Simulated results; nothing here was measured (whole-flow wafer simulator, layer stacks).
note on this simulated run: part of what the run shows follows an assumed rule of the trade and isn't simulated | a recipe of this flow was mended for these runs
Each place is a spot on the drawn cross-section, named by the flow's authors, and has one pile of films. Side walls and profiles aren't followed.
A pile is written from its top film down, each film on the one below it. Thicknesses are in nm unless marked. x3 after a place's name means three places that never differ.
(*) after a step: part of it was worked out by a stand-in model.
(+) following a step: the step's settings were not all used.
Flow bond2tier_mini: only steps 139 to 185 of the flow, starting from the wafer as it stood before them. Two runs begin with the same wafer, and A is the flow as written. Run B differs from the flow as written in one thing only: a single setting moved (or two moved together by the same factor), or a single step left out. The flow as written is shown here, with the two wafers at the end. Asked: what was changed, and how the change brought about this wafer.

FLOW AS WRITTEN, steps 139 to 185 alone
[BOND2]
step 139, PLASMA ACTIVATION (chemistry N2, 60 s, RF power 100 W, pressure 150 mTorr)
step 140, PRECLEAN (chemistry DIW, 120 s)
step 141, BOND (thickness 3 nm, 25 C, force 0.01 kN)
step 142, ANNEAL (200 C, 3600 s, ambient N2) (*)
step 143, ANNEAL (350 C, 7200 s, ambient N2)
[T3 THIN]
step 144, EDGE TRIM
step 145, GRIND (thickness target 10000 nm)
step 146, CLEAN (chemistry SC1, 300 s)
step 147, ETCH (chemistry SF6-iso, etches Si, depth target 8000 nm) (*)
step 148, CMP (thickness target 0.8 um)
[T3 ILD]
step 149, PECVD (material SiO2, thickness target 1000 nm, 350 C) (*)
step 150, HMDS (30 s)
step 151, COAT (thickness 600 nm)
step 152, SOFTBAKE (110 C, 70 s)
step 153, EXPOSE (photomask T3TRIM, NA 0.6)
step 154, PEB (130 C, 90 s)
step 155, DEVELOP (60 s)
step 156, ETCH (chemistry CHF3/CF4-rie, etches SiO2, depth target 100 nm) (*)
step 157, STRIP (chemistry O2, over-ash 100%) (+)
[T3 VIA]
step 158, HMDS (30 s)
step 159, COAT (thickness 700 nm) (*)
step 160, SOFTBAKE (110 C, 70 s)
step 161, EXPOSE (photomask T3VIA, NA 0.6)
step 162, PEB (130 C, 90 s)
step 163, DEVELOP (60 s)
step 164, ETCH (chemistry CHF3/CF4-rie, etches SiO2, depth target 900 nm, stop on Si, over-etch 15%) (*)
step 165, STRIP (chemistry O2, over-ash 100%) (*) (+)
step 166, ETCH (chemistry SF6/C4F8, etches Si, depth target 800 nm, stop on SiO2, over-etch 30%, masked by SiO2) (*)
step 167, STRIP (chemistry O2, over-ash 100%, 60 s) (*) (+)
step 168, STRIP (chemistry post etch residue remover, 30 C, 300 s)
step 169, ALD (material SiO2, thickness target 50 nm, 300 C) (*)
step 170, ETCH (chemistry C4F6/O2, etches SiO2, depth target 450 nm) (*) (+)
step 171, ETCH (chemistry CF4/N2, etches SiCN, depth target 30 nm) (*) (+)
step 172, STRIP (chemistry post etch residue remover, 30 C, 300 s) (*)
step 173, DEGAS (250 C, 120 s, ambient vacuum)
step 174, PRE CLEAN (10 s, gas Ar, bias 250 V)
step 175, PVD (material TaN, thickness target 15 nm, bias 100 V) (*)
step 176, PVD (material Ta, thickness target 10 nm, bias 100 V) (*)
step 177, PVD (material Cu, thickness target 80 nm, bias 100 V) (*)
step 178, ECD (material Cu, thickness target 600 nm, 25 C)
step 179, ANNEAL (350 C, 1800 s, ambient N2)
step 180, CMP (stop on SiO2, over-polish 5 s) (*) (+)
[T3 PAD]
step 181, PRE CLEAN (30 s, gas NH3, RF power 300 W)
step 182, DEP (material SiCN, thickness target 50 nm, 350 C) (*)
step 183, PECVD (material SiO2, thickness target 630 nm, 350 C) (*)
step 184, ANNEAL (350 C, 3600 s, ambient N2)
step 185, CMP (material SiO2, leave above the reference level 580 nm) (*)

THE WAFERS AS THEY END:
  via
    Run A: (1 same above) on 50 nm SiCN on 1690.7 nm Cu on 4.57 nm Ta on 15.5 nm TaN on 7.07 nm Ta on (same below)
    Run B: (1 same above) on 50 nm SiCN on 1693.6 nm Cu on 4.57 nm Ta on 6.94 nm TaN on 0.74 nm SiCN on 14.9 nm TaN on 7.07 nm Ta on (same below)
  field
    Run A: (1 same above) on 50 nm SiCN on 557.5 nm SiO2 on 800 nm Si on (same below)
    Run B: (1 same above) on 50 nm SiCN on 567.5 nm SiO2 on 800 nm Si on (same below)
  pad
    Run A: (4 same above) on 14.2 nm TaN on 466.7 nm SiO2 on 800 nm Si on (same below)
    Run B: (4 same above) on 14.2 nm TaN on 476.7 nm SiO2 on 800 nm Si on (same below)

What caused this: step 171, ETCH: depth target 15 nm was run, whereas the flow has depth target 30 nm.

The path from the change to this, step by step:
  step 171, ETCH (chemistry CF4/N2, etches SiCN, depth target 30 nm) (*) (+)
      via: A -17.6 SiCN (all of it), -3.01 TaN | B -15 SiCN
      field, pad: A -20 SiO2 | B -10 SiO2
  step 174, PRE CLEAN (10 s, gas Ar, bias 250 V)
      via: A -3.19 TaN | B -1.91 SiCN
  step 175, PVD (material TaN, thickness target 15 nm, bias 100 V) (*)
      via: A +6.94 TaN | B +6.94 TaN (new film)
Taking metal films that touch as one body, via has 2 bodies (between them, from the top down: SiCN 0.74); the flow as written gives 1 body.
